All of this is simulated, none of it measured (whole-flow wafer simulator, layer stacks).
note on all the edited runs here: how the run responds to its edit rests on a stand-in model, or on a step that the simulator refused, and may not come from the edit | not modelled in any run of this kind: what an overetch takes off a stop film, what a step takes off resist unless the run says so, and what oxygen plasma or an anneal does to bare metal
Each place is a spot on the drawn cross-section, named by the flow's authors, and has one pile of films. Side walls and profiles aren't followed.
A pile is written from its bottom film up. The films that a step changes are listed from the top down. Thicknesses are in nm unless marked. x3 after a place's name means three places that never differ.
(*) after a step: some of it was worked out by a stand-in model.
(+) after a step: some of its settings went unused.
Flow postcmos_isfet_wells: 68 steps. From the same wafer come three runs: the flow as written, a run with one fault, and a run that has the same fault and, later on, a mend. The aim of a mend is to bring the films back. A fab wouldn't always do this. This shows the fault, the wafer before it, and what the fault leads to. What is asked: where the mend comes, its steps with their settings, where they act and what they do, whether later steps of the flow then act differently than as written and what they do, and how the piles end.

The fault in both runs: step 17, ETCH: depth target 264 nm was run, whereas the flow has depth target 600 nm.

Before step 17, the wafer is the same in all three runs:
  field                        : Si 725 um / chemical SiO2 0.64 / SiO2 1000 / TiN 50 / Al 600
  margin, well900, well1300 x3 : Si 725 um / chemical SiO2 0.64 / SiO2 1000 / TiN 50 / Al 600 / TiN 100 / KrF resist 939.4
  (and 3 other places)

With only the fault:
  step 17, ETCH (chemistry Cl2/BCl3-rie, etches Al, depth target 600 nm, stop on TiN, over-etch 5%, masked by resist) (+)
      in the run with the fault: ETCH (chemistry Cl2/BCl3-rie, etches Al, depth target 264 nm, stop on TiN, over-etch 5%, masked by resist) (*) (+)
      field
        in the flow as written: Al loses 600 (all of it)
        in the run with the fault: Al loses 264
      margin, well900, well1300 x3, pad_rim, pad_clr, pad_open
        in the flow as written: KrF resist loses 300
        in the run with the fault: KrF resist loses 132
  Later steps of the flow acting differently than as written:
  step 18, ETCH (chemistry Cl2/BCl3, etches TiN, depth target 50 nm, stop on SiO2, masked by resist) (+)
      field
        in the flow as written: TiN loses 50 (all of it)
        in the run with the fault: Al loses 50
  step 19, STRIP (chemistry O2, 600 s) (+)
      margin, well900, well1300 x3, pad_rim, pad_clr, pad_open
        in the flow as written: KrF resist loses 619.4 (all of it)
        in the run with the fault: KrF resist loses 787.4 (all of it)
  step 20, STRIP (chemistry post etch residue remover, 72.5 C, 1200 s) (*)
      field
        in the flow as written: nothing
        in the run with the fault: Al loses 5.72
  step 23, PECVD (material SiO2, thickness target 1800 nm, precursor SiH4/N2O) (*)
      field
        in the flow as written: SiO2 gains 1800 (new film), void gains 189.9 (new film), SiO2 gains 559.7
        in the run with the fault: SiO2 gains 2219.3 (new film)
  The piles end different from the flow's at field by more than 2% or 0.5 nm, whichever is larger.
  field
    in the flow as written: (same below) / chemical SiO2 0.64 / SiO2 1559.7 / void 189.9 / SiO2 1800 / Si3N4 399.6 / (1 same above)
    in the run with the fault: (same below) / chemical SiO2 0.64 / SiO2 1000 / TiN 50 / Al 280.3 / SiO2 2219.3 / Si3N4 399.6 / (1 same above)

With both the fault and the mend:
  After step 17 comes the mend.
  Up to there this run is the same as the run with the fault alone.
  step 17a, ETCH (chemistry Cl2/BCl3-rie, etches Al, depth target 336 nm, stop on TiN, over-etch 5%, masked by resist) (the flow's step 17 again, with other settings)
      margin, well900, well1300 x3, pad_rim, pad_clr, pad_open
        KrF resist loses 168
      field
        Al loses 336 (all of it)
  None of the later steps of the flow acts differently than as written at any place that is followed.
  At every place that both follow, the piles at the end match the flow's.
